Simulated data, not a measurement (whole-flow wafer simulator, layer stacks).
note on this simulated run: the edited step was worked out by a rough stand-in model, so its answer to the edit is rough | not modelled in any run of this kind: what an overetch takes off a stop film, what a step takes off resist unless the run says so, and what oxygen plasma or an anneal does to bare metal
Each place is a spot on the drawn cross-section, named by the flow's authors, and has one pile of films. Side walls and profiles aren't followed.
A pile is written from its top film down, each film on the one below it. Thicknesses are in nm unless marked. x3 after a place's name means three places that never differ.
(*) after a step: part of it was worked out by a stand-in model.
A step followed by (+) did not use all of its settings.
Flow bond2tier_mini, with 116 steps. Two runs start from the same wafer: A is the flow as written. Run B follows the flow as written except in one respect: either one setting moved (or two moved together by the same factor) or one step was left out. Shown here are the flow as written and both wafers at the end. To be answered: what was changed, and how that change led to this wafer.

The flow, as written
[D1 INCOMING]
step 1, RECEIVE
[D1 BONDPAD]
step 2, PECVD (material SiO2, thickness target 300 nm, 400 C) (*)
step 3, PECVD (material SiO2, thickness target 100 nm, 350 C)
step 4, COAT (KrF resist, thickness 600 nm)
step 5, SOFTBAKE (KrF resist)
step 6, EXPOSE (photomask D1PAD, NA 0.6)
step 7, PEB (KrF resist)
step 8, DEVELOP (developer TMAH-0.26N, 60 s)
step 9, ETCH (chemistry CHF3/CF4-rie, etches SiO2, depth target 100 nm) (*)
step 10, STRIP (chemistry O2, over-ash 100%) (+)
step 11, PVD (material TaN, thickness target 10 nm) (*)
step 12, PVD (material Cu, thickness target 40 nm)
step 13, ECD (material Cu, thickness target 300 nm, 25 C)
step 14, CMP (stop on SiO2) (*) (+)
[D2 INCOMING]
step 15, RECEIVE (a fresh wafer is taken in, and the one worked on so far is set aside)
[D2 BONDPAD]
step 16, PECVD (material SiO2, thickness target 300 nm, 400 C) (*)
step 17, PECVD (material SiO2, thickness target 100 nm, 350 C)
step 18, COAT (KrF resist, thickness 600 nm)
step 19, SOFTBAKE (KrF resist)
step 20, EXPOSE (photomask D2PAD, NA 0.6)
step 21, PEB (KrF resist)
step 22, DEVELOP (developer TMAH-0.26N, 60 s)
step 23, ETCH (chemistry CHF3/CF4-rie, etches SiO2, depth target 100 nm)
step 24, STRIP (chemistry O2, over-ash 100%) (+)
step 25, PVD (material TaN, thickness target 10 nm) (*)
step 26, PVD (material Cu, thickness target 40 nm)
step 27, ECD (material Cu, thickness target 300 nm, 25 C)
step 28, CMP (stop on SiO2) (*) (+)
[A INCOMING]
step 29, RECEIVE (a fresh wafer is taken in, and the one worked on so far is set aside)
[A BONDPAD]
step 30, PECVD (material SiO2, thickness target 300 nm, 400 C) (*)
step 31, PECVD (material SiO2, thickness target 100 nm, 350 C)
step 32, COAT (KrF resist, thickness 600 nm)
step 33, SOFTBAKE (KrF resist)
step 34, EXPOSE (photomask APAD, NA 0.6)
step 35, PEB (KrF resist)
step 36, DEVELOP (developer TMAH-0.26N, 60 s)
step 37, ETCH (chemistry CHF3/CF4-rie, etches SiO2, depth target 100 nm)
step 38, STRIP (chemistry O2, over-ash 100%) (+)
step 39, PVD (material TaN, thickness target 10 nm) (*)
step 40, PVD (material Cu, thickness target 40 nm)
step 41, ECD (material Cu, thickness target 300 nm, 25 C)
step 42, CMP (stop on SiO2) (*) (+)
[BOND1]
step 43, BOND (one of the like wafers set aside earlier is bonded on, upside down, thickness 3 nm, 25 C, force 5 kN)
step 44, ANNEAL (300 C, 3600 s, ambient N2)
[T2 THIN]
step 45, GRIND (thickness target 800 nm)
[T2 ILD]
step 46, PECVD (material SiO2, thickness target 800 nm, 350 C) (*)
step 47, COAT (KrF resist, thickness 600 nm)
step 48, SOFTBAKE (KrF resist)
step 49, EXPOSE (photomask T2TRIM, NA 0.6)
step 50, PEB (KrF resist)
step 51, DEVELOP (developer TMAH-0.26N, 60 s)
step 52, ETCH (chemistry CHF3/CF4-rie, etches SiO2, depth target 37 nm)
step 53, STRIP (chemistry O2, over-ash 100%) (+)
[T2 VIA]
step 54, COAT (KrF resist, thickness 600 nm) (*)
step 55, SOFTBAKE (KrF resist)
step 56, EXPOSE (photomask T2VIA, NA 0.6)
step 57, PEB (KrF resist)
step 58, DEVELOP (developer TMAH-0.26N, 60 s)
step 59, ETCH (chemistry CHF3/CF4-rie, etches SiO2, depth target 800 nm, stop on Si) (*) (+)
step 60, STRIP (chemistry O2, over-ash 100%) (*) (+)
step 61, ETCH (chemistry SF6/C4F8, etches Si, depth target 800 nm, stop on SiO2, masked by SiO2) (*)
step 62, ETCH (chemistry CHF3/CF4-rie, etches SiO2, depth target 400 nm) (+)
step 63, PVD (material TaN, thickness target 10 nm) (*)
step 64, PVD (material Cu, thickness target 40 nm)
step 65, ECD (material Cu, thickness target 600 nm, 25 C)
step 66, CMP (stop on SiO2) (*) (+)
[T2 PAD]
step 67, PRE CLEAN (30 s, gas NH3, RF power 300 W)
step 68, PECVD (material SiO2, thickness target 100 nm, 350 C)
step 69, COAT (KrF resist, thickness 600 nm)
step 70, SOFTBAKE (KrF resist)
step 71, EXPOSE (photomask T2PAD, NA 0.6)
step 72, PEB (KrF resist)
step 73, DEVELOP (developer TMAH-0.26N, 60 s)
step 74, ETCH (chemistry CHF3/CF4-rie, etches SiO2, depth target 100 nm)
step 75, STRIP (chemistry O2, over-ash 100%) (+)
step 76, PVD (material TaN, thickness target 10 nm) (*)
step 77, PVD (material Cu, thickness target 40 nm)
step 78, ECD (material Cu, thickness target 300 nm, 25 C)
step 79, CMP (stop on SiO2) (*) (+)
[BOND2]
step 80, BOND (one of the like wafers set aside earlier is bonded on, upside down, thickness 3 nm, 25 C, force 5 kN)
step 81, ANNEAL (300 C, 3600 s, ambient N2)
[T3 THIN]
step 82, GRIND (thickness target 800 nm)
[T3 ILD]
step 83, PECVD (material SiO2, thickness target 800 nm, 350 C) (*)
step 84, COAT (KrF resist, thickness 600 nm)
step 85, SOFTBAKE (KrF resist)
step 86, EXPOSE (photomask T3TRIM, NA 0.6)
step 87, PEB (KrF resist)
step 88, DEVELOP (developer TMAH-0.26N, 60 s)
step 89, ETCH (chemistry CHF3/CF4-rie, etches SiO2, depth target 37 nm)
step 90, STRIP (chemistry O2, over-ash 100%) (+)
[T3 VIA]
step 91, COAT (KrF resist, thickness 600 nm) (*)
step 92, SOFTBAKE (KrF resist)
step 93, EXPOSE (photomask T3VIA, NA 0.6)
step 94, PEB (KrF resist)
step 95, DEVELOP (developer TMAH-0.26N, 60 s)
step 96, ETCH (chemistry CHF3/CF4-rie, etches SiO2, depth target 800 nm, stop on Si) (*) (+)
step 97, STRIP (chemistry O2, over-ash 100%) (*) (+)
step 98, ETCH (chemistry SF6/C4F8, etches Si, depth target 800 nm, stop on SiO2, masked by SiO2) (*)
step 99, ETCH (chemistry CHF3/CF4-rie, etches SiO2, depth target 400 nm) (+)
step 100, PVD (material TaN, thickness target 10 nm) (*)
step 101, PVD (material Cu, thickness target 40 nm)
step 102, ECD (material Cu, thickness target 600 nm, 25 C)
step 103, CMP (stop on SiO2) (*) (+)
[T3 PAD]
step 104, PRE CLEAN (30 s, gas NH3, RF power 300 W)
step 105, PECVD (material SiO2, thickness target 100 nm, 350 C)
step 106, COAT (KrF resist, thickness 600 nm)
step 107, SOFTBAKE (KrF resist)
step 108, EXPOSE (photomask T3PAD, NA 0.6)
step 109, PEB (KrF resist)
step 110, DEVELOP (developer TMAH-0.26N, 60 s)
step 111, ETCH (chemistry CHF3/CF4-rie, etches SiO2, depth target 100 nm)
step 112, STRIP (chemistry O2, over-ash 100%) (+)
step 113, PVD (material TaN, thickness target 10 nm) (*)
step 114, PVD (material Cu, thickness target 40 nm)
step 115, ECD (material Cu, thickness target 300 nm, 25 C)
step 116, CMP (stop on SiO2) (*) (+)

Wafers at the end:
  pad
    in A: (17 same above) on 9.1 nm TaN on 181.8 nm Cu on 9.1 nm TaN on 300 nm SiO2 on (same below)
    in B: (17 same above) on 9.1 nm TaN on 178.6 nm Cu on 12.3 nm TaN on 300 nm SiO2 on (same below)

What caused this: step 39, PVD: thickness target 13.5 nm was run, while the flow as written has thickness target 10 nm.

How this came from the change, step by step:
  step 39, PVD (material TaN, thickness target 10 nm) (*)
      field: A +10 TaN (new film) | B +13.5 TaN (new film)
      pad: A +9.1 TaN (new film) | B +12.3 TaN (new film)
      (also at 1 further place)
  step 42, CMP (stop on SiO2) (*) (+)
      field: A -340 Cu (all of it), -10 TaN (all of it) | B -340 Cu (all of it), -13.5 TaN (all of it)
